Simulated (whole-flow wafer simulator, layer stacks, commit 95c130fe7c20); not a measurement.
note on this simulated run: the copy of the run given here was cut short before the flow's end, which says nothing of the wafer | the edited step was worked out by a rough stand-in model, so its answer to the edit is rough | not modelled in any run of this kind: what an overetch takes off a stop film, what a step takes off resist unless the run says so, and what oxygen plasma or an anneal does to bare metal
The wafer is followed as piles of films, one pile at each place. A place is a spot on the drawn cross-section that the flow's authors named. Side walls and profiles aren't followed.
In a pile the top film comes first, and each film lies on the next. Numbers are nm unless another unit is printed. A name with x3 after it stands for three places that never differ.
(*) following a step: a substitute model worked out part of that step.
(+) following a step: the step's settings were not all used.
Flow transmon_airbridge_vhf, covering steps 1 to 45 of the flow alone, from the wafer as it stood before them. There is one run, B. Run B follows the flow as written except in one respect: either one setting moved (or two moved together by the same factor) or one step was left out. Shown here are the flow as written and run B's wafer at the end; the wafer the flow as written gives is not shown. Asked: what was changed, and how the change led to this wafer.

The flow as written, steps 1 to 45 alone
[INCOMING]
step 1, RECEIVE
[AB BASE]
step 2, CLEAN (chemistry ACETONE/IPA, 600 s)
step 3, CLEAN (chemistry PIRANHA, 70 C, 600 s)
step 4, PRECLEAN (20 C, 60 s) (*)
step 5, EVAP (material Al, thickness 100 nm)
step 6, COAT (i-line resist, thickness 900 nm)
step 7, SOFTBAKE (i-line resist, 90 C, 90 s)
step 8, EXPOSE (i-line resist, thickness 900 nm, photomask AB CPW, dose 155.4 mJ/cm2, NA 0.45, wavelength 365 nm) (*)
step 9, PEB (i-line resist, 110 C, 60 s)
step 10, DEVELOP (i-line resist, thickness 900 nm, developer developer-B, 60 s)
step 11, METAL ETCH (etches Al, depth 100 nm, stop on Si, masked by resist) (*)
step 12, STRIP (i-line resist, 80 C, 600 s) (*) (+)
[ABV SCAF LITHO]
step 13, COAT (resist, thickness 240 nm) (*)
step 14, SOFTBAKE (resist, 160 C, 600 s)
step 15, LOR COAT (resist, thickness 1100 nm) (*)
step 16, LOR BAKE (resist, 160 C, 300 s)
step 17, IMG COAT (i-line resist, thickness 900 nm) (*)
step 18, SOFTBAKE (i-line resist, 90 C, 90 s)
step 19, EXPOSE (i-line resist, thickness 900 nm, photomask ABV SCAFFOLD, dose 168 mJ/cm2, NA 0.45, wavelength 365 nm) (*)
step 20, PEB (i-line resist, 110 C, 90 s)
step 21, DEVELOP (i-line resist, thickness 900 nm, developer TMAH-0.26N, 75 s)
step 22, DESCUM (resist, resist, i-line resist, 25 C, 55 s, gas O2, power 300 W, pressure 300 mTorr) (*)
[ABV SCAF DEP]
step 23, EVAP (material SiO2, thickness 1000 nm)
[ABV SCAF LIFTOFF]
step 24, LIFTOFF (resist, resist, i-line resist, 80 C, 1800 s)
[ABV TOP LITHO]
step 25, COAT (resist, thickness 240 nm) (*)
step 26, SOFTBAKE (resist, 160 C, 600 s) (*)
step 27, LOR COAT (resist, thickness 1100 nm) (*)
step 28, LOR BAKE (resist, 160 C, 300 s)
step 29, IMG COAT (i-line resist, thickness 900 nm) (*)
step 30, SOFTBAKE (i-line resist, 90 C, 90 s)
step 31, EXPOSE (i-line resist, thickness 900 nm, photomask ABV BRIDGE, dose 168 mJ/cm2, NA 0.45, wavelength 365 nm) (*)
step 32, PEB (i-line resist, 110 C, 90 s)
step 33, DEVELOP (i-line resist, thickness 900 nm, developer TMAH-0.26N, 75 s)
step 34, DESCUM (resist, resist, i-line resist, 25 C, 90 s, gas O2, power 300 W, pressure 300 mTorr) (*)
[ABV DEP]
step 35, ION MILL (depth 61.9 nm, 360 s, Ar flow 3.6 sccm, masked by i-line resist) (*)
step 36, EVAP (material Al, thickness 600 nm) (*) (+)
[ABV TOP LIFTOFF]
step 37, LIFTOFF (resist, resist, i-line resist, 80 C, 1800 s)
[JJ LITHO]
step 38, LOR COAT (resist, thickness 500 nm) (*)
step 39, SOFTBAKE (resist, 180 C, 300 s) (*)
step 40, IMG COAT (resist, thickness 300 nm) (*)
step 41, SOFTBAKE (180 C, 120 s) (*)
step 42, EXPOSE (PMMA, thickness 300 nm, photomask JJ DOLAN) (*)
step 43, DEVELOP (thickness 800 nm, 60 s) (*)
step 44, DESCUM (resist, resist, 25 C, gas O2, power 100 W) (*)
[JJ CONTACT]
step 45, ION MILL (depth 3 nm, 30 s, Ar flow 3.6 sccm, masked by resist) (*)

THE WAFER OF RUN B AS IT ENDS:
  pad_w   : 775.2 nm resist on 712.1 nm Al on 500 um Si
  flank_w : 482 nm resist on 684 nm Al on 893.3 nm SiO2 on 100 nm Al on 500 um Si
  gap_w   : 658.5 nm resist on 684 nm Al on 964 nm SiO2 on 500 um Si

The reason: step 36, EVAP: thickness 684 nm was run, though the flow has thickness 600 nm.
The wafer lets one read it off: flank_w has Al 684, and step 36 as written asks for 600 nm.

The path from the change to this, step by step:
  step 36, EVAP (material Al, thickness 600 nm) (*) (+)
      field x3, jj_line, ground_far and 10 more: Al gains 684 (new film) (in the flow as written it would be: Al gains 600 (new film))
      pad_w, pad_e: Al gains 674 (in the flow as written it would be: Al gains 591.2)
  step 37, LIFTOFF (resist, resist, i-line resist, 80 C, 1800 s)
      field x3, jj_line, trace_open_s x2: Al loses 684 (all of it), i-line resist loses 600 (all of it), resist loses 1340 (all of it) (in the flow as written it would be: Al loses 600 (all of it), i-line resist loses 600 (all of it), resist loses 1340 (all of it))
      margin_s, margin_n: Al loses 684 (all of it), i-line resist loses 318.3 (all of it), resist loses 992 (all of it) (in the flow as written it would be: Al loses 600 (all of it), i-line resist loses 318.3 (all of it), resist loses 992 (all of it))
      (and at 1 other place as well)
  step 38, LOR COAT (resist, thickness 500 nm) (*)
      bridge_strip: resist gains 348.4 (new film) (in the flow as written it would be: resist gains 356.4 (new film))
  step 40, IMG COAT (resist, thickness 300 nm) (*)
      bridge_strip: resist gains 192.1 (in the flow as written it would be: resist gains 197.1)
